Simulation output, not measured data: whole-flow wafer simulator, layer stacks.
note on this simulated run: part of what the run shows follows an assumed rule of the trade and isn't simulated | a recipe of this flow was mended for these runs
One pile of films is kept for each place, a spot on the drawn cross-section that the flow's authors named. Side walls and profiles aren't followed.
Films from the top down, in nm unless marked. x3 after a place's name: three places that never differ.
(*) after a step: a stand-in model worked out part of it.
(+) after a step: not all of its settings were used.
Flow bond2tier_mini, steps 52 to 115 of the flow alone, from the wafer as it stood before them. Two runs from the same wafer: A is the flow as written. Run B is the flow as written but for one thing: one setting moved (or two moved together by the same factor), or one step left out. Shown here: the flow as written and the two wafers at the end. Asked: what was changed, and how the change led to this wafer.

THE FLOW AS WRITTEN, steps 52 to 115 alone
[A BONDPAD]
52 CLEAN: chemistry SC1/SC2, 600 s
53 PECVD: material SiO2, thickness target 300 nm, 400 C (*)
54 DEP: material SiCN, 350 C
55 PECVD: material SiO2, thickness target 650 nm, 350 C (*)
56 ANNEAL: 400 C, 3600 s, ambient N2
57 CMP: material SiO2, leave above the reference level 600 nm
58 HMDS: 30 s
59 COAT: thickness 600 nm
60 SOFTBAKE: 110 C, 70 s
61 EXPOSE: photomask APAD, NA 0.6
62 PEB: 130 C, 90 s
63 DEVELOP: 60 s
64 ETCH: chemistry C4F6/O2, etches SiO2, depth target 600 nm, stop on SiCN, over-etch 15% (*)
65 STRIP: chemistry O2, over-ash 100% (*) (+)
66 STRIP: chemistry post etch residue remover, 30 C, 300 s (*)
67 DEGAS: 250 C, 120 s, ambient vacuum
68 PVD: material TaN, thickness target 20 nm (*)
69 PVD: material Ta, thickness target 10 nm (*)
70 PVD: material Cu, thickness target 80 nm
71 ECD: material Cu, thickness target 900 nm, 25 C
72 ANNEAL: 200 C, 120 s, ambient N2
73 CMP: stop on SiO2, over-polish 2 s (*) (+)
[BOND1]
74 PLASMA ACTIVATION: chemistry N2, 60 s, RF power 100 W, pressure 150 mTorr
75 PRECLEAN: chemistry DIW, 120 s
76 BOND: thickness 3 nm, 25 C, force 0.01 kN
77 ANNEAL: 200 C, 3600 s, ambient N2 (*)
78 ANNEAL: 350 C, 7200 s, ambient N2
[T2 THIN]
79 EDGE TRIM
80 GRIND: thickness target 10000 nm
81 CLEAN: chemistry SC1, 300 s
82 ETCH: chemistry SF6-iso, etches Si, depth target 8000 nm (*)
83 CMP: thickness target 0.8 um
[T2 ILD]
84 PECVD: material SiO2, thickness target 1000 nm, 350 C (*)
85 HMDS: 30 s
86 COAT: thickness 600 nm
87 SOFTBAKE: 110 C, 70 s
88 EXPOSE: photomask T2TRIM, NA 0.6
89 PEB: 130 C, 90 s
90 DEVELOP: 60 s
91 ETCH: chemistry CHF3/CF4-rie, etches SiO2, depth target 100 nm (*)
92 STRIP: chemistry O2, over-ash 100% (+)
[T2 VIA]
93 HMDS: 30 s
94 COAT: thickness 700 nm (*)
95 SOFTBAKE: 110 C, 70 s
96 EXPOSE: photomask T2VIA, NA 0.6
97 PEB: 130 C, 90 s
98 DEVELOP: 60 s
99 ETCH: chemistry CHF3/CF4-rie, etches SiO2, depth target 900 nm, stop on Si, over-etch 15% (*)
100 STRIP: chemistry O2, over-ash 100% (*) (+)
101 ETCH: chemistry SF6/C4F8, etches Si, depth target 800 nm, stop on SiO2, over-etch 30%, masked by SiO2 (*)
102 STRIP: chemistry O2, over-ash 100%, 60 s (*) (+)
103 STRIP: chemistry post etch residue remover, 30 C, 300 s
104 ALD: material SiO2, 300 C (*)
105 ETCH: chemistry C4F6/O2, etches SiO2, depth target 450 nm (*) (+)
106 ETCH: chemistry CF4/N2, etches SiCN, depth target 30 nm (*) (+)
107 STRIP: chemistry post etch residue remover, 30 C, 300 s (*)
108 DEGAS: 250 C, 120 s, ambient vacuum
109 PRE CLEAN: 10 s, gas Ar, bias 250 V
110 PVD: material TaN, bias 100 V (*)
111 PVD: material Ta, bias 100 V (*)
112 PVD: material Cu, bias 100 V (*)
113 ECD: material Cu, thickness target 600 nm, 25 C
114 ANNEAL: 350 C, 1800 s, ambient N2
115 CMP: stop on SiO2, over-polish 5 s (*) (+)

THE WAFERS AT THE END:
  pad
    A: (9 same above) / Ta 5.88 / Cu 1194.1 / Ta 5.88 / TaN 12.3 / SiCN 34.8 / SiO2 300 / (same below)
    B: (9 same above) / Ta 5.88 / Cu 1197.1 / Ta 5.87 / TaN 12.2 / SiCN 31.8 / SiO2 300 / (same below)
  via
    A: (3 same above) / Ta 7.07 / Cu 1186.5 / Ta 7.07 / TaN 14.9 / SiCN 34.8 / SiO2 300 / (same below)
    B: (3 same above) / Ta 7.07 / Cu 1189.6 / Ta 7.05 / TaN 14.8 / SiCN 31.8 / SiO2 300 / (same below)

The cause: step 64, ETCH: over-etch 18% was run, where the flow has over-etch 15%.

How the change led to this, step by step:
  64 ETCH: chemistry C4F6/O2, etches SiO2, depth target 600 nm, stop on SiCN, over-etch 15% (*)
      pad, via: A SiO2 -600 (all of it), SiCN -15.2 | B SiO2 -600 (all of it), SiCN -18.2
      field: A thick-KrF-resist -115 | B thick-KrF-resist -118
